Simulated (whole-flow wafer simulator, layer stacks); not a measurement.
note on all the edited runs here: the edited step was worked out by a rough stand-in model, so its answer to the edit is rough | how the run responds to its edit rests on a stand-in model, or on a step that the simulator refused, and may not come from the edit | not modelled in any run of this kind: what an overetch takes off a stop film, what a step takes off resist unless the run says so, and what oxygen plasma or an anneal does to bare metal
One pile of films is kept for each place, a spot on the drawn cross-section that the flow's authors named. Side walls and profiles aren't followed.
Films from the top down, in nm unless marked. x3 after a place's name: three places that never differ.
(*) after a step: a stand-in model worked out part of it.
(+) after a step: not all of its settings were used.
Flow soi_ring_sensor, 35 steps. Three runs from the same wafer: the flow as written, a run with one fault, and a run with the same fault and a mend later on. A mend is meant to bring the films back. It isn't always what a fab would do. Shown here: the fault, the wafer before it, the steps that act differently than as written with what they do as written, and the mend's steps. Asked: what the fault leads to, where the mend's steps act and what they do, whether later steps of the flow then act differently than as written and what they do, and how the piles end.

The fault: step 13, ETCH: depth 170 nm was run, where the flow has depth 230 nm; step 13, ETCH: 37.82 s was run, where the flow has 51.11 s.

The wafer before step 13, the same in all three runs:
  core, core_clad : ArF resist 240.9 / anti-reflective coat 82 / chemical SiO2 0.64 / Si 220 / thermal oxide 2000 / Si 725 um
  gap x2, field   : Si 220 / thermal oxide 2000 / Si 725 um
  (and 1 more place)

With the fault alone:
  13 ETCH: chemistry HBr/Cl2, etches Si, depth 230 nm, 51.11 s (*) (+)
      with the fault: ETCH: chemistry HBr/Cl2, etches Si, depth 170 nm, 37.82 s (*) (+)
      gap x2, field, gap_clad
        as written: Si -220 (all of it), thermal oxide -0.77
        with the fault: Si -170
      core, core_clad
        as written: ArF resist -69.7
        with the fault: ArF resist -51.6
  Later steps of the flow that act differently than as written:
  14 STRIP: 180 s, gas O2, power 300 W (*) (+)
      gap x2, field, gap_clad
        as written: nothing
        with the fault: chemical SiO2 +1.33 (new film), Si -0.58
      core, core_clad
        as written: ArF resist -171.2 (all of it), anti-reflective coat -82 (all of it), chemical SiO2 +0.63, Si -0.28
        with the fault: ArF resist -189.3 (all of it), anti-reflective coat -82 (all of it), chemical SiO2 +0.62, Si -0.27
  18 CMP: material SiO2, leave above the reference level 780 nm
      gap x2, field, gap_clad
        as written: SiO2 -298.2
        with the fault: SiO2 -349.8
  At the end the piles differ from the flow's by more than 2% or 0.5 nm, whichever is larger, at field.
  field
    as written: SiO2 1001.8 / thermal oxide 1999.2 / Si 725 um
    with the fault: SiO2 950.2 / chemical SiO2 1.33 / Si 49.4 / thermal oxide 2000 / Si 725 um

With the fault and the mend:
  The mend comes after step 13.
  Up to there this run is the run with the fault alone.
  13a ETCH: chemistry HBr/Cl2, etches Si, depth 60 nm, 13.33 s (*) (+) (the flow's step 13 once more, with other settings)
      gap x2, field, gap_clad
        Si -50 (all of it), thermal oxide -0.77
      core, core_clad
        ArF resist -18.2
  No later step of the flow acts differently than as written, at any place that is followed, by more than 2% or 0.5 nm, whichever is larger.
  At the end the piles are the same as the flow's at every place that both follow.
